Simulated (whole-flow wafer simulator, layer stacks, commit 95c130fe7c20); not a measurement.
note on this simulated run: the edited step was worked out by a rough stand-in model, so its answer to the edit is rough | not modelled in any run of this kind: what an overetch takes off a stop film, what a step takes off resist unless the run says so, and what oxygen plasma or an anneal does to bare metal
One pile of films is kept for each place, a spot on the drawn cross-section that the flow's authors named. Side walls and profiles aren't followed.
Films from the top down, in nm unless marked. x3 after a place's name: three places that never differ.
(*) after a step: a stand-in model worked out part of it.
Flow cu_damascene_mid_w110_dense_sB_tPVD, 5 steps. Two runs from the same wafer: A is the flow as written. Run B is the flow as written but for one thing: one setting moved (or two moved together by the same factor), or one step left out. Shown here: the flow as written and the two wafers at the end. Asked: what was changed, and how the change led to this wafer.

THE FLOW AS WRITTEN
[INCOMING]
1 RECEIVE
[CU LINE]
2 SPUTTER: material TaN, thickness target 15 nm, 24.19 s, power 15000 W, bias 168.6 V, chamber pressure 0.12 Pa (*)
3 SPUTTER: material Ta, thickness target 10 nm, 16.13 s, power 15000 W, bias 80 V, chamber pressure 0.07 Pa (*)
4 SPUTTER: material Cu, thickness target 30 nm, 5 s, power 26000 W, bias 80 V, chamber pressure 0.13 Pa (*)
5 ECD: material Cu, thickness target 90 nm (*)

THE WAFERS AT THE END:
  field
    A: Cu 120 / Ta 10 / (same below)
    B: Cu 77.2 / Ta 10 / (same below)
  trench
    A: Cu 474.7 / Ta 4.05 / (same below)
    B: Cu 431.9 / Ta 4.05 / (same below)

The cause: step 5, ECD: thickness target 47.2 nm was run, where the flow has thickness target 90 nm.

How the change led to this, step by step:
  5 ECD: material Cu, thickness target 90 nm (*)
      field: A Cu +90 | B Cu +47.2
      trench: A Cu +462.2 | B Cu +419.4
